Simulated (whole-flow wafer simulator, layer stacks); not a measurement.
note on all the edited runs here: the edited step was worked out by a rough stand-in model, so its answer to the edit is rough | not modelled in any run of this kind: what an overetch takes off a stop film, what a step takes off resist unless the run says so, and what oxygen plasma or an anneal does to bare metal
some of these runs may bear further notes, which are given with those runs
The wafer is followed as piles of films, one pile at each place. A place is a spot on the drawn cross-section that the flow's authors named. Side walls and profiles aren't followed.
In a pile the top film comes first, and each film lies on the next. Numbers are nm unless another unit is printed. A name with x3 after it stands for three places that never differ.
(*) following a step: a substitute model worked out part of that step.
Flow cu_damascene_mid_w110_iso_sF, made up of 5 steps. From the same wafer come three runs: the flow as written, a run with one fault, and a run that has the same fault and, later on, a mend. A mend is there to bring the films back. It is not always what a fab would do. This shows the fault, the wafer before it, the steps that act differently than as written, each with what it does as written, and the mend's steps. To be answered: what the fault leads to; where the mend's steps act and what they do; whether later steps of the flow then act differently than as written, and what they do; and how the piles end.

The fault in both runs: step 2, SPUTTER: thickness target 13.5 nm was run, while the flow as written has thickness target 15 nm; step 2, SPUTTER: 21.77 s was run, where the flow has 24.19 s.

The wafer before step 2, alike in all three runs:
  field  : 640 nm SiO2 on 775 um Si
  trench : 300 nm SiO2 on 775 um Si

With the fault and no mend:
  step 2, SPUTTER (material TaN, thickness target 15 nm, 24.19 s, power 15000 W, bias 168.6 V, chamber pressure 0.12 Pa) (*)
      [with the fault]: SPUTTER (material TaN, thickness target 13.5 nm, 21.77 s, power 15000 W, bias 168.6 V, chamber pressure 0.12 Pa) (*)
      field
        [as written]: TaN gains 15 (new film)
        [with the fault]: TaN gains 13.5 (new film)
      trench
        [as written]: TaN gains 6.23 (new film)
        [with the fault]: TaN gains 5.61 (new film)
  None of the later steps of the flow differs from how it acts as written, at any place that is followed, by more than 2% or 0.5 nm, whichever is larger.
  By the end, the piles at field, trench depart from the flow's by more than 2% or 0.5 nm, whichever is larger.
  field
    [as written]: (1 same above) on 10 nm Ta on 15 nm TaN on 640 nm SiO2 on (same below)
    [with the fault]: (1 same above) on 10 nm Ta on 13.5 nm TaN on 640 nm SiO2 on (same below)
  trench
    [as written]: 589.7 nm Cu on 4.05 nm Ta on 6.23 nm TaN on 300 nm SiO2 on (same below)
    [with the fault]: 588.8 nm Cu on 4.06 nm Ta on 5.61 nm TaN on 300 nm SiO2 on (same below)

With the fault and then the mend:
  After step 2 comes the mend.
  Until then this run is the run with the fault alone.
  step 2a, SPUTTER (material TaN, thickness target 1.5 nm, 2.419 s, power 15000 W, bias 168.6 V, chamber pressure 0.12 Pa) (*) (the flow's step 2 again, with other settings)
      field
        TaN gains 1.5
      trench
        TaN gains 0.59
  None of the later steps of the flow differs from how it acts as written, at any place that is followed, by more than 2% or 0.5 nm, whichever is larger.
  At the end the piles are close to the flow's at the places that both follow, differing by at most 2% or 0.5 nm, whichever is larger.
